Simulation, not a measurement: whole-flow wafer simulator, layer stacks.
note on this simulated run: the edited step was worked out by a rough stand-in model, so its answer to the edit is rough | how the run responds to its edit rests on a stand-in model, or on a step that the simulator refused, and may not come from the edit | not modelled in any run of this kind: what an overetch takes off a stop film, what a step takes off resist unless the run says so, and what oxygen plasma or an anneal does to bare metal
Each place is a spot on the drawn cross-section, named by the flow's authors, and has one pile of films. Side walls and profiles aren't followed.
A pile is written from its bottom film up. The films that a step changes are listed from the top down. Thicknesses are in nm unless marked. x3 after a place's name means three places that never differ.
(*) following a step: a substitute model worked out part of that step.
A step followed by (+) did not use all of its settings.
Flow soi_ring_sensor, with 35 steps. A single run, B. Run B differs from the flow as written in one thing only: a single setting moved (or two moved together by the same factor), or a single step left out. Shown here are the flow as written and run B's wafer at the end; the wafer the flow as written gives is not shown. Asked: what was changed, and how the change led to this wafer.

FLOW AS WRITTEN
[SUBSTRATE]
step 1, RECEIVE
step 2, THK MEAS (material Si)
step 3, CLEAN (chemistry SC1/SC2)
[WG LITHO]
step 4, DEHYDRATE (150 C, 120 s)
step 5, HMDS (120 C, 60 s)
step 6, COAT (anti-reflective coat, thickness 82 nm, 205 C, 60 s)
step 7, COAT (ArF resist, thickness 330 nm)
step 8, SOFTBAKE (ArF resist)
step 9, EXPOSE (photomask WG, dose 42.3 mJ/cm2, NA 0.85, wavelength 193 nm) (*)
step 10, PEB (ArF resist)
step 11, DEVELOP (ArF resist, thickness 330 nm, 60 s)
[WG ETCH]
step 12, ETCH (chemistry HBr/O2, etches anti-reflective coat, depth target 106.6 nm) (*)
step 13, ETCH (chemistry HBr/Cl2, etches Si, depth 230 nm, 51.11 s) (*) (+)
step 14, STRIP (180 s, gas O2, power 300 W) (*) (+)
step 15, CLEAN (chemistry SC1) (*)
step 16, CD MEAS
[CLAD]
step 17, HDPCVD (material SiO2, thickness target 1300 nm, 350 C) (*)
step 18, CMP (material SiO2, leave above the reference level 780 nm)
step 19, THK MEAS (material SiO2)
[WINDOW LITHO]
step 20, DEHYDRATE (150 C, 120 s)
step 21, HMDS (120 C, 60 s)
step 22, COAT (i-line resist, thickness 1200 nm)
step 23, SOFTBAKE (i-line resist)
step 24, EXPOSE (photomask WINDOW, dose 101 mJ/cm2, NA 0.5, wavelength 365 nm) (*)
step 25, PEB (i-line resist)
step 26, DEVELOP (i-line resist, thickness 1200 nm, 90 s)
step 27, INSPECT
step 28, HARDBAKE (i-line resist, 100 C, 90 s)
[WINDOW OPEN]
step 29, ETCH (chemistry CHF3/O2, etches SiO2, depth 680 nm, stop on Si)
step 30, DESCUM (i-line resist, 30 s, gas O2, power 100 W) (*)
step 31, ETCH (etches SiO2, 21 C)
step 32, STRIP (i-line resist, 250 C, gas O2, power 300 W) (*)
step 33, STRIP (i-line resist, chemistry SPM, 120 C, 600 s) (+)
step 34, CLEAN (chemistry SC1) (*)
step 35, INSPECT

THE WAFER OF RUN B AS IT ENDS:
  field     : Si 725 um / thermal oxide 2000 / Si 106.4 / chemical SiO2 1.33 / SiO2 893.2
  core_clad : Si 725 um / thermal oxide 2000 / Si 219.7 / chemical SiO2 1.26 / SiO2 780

The reason: step 13, ETCH: depth 113 nm was run, though the flow has depth 230 nm; step 13, ETCH: 25.04 s was run, where the flow has 51.11 s.

Step by step, how the change led to this:
  step 13, ETCH (chemistry HBr/Cl2, etches Si, depth 230 nm, 51.11 s) (*) (+)
      gap, window, field, gap_clad: Si loses 113 (as written it would have been: Si loses 220 (all of it), thermal oxide loses 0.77)
      core, core_clad: ArF resist loses 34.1 (as written it would have been: ArF resist loses 69.7)
  step 14, STRIP (180 s, gas O2, power 300 W) (*) (+)
      gap, window, field, gap_clad: chemical SiO2 gains 1.33 (new film), Si loses 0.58 (as written it would have been: nothing)
      core, core_clad: ArF resist loses 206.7 (all of it), anti-reflective coat loses 82 (all of it), chemical SiO2 gains 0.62, Si loses 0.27 (as written it would have been: ArF resist loses 171.2 (all of it), anti-reflective coat loses 82 (all of it), chemical SiO2 gains 0.63, Si loses 0.28)
  step 18, CMP (material SiO2, leave above the reference level 780 nm)
      gap, window, field, gap_clad: SiO2 loses 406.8 (as written it would have been: SiO2 loses 298.2)
